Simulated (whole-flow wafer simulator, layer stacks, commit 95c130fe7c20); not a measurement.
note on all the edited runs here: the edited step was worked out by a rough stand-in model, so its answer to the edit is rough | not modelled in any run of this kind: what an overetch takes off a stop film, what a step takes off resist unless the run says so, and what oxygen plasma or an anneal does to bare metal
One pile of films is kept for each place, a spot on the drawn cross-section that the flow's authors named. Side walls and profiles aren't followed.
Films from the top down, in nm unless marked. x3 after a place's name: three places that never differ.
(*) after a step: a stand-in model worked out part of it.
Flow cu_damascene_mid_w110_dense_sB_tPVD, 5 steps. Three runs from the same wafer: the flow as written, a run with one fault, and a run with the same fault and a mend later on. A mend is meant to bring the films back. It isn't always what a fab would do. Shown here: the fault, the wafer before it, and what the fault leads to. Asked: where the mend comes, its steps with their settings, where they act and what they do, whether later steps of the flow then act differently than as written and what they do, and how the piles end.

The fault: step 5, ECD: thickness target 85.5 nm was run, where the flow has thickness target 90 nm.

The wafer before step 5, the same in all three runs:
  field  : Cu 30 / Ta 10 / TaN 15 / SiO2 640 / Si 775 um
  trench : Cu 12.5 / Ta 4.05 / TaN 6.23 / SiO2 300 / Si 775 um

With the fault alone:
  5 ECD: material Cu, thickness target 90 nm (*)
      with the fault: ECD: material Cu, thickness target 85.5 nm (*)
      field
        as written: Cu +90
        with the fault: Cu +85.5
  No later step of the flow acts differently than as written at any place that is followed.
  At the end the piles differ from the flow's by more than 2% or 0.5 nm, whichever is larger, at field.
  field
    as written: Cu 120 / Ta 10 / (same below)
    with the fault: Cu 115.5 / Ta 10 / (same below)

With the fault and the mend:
  The mend comes after step 5.
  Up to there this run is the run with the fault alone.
  5a ECD: material Cu, thickness target 4.5 nm (the flow's step 5 once more, with other settings)
      field, trench
        Cu +4.5
  No later step of the flow acts differently than as written at any place that is followed.
  At the end the piles are the same as the flow's at every place that both follow.
